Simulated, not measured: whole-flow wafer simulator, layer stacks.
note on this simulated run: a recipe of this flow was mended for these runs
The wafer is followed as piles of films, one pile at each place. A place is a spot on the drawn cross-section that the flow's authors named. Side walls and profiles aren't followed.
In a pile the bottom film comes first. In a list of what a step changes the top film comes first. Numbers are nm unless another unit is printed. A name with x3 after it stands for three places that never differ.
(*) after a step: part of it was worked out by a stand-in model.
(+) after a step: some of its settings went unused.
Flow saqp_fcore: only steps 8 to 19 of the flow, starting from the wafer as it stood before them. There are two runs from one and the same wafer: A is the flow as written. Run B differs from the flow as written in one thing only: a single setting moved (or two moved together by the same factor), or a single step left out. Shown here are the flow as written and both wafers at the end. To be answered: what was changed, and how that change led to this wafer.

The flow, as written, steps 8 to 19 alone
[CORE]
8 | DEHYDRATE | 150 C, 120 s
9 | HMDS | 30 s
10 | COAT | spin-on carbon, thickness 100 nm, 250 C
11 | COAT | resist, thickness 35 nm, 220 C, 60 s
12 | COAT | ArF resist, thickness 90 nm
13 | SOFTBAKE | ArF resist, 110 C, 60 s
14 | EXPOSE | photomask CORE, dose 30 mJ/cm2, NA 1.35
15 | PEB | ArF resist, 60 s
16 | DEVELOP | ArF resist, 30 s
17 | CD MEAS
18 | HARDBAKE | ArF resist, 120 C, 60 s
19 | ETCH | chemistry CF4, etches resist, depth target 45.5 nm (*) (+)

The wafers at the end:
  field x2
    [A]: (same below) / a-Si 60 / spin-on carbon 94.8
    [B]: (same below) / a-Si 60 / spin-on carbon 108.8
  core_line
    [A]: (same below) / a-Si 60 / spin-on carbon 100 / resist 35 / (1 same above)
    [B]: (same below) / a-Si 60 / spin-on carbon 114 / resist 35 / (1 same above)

What caused this: step 10, COAT: thickness 114 nm was run, while the flow as written has thickness 100 nm.
The wafer lets one read it off: core_line has spin-on carbon 114, and step 10 as written asks for 100 nm.

How this came from the change, step by step:
  10 | COAT | spin-on carbon, thickness 100 nm, 250 C
      field x2, core_line: A +100 spin-on carbon (new film) | B +114 spin-on carbon (new film)
